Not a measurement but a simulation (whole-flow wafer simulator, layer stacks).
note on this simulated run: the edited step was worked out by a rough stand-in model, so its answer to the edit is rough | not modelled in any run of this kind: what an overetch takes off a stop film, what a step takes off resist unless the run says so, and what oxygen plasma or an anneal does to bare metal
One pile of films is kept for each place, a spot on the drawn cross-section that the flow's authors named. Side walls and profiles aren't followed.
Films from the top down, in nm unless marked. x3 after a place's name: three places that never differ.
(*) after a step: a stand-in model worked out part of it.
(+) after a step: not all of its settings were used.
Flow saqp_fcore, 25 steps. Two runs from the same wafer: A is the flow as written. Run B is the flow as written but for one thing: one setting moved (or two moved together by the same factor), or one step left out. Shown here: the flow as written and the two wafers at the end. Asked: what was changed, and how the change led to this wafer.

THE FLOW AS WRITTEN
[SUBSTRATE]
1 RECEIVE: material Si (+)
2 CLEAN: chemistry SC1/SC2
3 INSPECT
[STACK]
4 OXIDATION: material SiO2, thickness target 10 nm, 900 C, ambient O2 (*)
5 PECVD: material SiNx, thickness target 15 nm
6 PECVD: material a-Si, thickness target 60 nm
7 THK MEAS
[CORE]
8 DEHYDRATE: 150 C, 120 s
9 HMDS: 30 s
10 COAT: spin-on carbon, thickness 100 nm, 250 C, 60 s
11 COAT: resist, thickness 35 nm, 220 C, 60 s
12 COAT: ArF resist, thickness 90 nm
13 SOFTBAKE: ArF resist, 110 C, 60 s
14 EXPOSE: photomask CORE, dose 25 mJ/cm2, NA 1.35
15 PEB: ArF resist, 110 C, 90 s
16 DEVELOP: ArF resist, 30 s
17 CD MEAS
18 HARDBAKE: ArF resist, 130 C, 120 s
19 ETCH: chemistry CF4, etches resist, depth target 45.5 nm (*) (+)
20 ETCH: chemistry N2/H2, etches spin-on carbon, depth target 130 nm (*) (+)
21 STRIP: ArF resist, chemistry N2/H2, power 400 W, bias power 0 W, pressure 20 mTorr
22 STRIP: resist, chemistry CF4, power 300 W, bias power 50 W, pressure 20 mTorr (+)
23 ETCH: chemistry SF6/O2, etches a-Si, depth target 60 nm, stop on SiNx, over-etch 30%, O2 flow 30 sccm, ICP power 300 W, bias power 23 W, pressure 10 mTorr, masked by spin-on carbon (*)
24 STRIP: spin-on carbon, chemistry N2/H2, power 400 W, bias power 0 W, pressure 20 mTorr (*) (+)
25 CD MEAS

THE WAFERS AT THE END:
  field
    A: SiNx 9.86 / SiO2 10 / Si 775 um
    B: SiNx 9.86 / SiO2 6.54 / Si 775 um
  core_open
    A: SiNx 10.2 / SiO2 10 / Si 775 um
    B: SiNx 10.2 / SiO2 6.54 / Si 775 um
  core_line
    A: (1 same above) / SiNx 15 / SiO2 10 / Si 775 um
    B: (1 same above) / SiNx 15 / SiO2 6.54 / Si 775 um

The cause: step 4, OXIDATION: 855 C was run, where the flow has 900 C.

How the change led to this, step by step:
  4 OXIDATION: material SiO2, thickness target 10 nm, 900 C, ambient O2 (*)
      field, core_open, core_line: A SiO2 +10 (new film), chemical SiO2 -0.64 (all of it), Si -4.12 | B SiO2 +6.54 (new film), chemical SiO2 -0.64 (all of it), Si -2.6
